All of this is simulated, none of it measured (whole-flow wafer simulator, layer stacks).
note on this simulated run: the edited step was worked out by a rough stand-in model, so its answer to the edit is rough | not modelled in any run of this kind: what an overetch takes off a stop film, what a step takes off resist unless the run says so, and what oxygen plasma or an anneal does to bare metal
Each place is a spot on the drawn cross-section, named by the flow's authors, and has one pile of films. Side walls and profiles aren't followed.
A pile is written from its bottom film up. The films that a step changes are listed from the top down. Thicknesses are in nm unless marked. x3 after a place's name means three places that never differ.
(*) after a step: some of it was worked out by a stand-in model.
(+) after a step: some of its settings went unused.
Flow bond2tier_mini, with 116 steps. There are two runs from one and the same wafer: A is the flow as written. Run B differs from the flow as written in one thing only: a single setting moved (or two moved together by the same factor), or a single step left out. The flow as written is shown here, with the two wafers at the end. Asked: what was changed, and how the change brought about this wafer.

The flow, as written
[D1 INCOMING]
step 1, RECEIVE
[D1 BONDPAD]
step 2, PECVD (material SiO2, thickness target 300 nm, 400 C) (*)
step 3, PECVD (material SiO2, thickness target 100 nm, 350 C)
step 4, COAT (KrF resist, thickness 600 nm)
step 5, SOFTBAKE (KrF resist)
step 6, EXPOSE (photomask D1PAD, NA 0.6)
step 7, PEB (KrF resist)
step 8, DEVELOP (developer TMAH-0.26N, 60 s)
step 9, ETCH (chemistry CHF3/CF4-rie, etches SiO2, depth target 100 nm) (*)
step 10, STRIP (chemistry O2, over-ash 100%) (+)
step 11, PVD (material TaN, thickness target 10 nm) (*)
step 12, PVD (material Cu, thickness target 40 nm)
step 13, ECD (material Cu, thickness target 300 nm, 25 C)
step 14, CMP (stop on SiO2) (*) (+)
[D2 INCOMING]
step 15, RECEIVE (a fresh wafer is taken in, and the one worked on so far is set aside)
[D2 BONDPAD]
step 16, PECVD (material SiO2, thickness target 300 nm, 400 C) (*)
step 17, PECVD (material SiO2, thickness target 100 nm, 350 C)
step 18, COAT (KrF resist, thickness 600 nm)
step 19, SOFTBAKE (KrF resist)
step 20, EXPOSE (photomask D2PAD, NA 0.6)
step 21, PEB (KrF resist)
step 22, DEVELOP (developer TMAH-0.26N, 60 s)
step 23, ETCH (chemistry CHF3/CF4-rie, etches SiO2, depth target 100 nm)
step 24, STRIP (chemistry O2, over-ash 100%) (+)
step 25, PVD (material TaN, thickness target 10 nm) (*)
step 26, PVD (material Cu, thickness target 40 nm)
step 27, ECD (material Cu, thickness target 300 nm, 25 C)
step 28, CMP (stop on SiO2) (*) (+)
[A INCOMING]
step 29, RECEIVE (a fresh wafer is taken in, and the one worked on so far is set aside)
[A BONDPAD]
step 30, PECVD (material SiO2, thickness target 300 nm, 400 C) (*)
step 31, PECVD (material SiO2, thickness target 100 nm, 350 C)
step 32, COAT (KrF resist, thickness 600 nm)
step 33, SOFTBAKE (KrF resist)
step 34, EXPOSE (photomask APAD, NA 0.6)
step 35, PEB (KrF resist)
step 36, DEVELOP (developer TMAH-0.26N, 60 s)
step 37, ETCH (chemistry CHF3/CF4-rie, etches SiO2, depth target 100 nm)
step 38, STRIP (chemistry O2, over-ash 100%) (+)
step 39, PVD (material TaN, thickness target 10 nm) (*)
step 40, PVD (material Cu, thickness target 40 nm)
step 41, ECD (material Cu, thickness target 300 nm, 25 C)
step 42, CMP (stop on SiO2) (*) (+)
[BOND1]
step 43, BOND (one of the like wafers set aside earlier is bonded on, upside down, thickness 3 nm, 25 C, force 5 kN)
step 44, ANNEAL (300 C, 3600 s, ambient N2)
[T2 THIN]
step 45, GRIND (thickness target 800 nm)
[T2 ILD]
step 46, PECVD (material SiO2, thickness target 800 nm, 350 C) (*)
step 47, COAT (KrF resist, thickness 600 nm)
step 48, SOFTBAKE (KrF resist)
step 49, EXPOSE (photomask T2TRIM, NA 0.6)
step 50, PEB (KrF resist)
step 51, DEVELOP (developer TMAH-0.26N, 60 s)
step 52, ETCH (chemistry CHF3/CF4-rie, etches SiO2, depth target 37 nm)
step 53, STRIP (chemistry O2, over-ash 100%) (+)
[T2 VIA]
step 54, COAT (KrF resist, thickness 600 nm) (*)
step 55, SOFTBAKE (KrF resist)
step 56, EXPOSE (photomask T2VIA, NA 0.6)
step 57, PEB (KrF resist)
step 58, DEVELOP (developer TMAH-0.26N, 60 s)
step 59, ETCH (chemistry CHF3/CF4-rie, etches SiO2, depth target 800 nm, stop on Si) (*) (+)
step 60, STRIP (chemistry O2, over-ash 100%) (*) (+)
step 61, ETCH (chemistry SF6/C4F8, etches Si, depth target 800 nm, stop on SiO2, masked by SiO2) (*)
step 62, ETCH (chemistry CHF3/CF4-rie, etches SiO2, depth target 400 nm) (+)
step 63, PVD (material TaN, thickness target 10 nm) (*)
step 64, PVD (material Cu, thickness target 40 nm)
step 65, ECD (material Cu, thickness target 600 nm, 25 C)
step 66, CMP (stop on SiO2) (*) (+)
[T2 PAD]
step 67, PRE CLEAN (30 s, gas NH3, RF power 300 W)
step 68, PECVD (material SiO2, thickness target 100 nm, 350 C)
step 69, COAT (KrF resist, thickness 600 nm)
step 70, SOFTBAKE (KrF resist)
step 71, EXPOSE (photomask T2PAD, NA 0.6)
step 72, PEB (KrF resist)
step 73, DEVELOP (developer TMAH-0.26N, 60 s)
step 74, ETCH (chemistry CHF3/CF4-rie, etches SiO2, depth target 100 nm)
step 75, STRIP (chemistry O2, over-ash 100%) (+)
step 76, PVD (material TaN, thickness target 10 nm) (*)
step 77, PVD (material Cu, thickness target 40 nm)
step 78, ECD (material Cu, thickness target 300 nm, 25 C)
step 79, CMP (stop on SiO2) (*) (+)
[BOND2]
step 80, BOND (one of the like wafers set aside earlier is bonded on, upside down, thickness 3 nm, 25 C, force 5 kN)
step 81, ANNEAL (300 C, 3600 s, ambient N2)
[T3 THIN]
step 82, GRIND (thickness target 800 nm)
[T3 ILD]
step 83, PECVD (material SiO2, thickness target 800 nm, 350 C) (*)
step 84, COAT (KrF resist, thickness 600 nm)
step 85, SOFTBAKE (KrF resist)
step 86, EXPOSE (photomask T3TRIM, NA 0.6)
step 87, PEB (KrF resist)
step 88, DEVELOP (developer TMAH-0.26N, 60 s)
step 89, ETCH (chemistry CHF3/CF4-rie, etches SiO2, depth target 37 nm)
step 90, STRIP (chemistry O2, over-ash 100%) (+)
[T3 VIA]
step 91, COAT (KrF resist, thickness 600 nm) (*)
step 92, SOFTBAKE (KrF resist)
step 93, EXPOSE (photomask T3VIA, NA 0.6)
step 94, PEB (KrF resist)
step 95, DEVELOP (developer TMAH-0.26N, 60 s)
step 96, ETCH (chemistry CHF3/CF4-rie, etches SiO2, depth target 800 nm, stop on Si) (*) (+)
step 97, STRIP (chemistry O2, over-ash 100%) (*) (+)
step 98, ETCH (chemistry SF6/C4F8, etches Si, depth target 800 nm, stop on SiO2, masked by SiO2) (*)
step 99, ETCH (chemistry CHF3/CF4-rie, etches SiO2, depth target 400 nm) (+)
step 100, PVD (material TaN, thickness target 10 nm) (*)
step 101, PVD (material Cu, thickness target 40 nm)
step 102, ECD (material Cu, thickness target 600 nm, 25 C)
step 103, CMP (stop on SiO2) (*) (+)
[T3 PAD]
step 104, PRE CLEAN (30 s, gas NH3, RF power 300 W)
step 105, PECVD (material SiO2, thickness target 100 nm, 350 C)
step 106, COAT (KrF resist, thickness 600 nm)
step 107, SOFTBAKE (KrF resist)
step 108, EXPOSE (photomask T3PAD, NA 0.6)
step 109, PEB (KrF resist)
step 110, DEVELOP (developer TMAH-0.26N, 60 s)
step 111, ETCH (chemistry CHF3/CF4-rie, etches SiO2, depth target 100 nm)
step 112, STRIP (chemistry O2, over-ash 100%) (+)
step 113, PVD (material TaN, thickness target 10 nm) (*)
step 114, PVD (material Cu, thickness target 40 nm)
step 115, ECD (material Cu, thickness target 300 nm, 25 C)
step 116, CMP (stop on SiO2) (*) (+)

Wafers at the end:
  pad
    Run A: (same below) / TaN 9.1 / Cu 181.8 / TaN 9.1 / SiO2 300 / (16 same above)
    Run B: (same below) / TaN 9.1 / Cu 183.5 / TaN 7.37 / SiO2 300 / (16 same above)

What caused this: step 11, PVD: thickness target 8.1 nm was run, though the flow has thickness target 10 nm.

Step by step, how the change led to this:
  step 11, PVD (material TaN, thickness target 10 nm) (*)
      field: A TaN gains 10 (new film) | B TaN gains 8.1 (new film)
      pad: A TaN gains 9.1 (new film) | B TaN gains 7.37 (new film)
      (also at 1 further place)
  step 14, CMP (stop on SiO2) (*) (+)
      field: A Cu loses 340 (all of it), TaN loses 10 (all of it) | B Cu loses 340 (all of it), TaN loses 8.1 (all of it)
  step 43, BOND (one of the like wafers set aside earlier is bonded on, upside down, thickness 3 nm, 25 C, force 5 kN)
      pad: A Si gains 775 um (new film), chemical SiO2 gains 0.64 (new film), SiO2 gains 300 (new film), TaN gains 9.1 (new film), Cu gains 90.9 | B Si gains 775 um (new film), chemical SiO2 gains 0.64 (new film), SiO2 gains 300 (new film), TaN gains 7.37 (new film), Cu gains 92.6
      via: A Si gains 775 um (new film), chemical SiO2 gains 0.64 (new film), SiO2 gains 300 (new film), TaN gains 9.97 (new film), Cu gains 90 | B Si gains 775 um (new film), chemical SiO2 gains 0.64 (new film), SiO2 gains 300 (new film), TaN gains 8.08 (new film), Cu gains 91.9
